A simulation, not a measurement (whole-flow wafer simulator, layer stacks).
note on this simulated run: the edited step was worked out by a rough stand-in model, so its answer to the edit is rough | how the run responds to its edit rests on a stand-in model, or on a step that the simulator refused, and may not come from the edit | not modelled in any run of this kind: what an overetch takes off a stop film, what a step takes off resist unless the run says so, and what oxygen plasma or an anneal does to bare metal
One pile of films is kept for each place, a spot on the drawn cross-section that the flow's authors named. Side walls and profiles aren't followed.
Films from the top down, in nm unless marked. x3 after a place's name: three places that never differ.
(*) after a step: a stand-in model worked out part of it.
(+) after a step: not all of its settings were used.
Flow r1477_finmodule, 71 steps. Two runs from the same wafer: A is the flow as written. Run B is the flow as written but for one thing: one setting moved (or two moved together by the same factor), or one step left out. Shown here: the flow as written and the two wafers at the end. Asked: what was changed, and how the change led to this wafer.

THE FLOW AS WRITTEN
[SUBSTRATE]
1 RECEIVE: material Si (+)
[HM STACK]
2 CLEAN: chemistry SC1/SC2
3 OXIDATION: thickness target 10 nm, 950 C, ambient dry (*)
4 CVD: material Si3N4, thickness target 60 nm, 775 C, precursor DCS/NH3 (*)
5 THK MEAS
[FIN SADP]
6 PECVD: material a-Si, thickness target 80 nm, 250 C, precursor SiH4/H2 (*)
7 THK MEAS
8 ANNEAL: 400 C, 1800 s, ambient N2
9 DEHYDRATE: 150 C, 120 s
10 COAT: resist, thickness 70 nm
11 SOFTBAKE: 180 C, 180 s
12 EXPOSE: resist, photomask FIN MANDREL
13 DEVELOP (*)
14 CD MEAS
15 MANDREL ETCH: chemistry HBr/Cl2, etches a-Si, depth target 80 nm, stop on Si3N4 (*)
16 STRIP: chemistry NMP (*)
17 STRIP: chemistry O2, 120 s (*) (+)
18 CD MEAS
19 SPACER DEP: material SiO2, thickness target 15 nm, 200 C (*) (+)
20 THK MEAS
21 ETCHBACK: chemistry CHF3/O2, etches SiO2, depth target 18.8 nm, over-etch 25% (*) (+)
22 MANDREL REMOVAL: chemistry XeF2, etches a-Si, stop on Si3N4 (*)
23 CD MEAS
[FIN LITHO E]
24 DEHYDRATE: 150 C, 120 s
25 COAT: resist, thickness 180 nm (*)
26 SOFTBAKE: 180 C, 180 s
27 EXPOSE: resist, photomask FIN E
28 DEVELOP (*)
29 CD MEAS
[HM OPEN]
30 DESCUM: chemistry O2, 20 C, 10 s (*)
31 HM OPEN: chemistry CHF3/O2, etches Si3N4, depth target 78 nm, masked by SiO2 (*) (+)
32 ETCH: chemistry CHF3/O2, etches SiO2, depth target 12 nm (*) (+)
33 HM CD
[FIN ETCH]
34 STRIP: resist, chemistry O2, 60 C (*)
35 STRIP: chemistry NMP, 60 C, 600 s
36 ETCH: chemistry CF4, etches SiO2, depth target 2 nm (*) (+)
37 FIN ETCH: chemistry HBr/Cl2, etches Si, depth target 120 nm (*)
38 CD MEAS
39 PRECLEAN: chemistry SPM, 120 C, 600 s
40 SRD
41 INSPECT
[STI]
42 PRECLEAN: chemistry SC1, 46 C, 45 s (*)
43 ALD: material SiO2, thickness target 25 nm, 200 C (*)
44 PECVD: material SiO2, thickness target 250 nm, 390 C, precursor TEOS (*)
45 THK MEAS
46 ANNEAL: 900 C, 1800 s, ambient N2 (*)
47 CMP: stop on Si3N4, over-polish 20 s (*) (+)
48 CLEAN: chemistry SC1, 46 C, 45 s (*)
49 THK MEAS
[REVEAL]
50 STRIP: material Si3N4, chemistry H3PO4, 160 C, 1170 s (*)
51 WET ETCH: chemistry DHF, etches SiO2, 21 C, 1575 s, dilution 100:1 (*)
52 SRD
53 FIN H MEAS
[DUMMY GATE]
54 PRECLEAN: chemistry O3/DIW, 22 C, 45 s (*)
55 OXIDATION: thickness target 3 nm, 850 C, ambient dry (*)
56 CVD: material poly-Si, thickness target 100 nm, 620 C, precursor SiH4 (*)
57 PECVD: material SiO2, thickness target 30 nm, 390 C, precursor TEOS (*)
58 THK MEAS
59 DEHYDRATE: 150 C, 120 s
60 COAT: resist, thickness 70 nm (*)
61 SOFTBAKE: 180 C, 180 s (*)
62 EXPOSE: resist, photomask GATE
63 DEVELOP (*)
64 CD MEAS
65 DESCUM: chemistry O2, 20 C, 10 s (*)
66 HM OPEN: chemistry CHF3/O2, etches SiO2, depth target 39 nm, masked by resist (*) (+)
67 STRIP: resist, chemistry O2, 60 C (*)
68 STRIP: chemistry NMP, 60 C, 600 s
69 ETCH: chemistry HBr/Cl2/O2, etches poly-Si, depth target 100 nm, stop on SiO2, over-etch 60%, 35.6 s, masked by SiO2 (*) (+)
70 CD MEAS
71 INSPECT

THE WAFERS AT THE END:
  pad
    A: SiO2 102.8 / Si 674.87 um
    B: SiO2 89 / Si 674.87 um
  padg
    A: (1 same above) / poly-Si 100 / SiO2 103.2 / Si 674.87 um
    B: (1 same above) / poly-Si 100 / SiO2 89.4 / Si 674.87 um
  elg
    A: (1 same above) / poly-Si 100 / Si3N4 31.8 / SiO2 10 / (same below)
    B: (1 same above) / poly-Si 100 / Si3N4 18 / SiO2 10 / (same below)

The cause: step 4, CVD: thickness target 46.2 nm was run, where the flow has thickness target 60 nm.

How the change led to this, step by step:
  4 CVD: material Si3N4, thickness target 60 nm, 775 C, precursor DCS/NH3 (*)
      pad, padg, elg and 33 more: A Si3N4 +60 (new film) | B Si3N4 +46.2 (new film)
  31 HM OPEN: chemistry CHF3/O2, etches Si3N4, depth target 78 nm, masked by SiO2 (*) (+)
      pad, padg, esg and 13 more: A Si3N4 -56.4 (all of it), SiO2 -10 (all of it) | B Si3N4 -42.6 (all of it), SiO2 -10 (all of it)
      elg, e40lg, e100lg, e200lg, elo, e40lo, e100lo, e200lo: A resist -78 | B resist -63.9
      (and at 12 more places)
  34 STRIP: resist, chemistry O2, 60 C (*)
      elg, e40lg, e100lg, e200lg, elo, e40lo, e100lo, e200lo: A resist -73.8 (all of it) | B resist -87.9 (all of it)
  43 ALD: material SiO2, thickness target 25 nm, 200 C (*)
      s40cg, s45cg, s50cg, s40co, s45co, s50co: A SiO2 +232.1 (new film) | B SiO2 +225.3 (new film)
      esg: A SiO2 +194.3 (new film) | B SiO2 +180.4 (new film)
  47 CMP: stop on Si3N4, over-polish 20 s (*) (+)
      pad, padg, e40sg and 11 more: A SiO2 -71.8 | B SiO2 -85.6
      s40cg, s45cg, s50cg, s40co, s45co, s50co: A SiO2 -279 | B SiO2 -286.1
      (and at 7 more places)
  50 STRIP: material Si3N4, chemistry H3PO4, 160 C, 1170 s (*)
      s40sg_line, s45sg_line, s50sg_line, s40so_line, s45so_line, s50so_line: A Si3N4 -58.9 (all of it), SiO2 -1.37 | B Si3N4 -45.1 (all of it), SiO2 -1.8
  56 CVD: material poly-Si, thickness target 100 nm, 620 C, precursor SiH4 (*)
      s40cg, s40co: A poly-Si +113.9 (new film) | B poly-Si +129.7 (new film)
      s45cg, s45co: A poly-Si +113.4 (new film) | B poly-Si +129.7 (new film)
      (and at 2 more places)
  60 COAT: resist, thickness 70 nm (*)
      s40cg, s40co: A resist +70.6 (new film) | B resist +68.5 (new film)
      s40sg, s40so: A resist +91 (new film) | B resist +104.7 (new film)
      (and at 8 more places)
  63 DEVELOP (*)
      s40co: A resist -70.6 (all of it) | B resist -68.5 (all of it)
      s40so: A resist -91 (all of it) | B resist -104.7 (all of it)
      (and at 4 more places)
  67 STRIP: resist, chemistry O2, 60 C (*)
      s40cg: A resist -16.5 (all of it) | B resist -14.4 (all of it)
      s40sg: A resist -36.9 (all of it) | B resist -50.6 (all of it)
      (and at 4 more places)
  69 ETCH: chemistry HBr/Cl2/O2, etches poly-Si, depth target 100 nm, stop on SiO2, over-etch 60%, 35.6 s, masked by SiO2 (*) (+)
      s40co: A chemical SiO2 -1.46 (all of it), poly-Si -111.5 (all of it), SiO2 -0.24 | B chemical SiO2 -1.46 (all of it), poly-Si -127.3 (all of it), SiO2 -0.16
      s45co: A chemical SiO2 -1.46 (all of it), poly-Si -110.9 (all of it), SiO2 -0.25 | B chemical SiO2 -1.46 (all of it), poly-Si -127.3 (all of it), SiO2 -0.16
      (and at 1 more place)
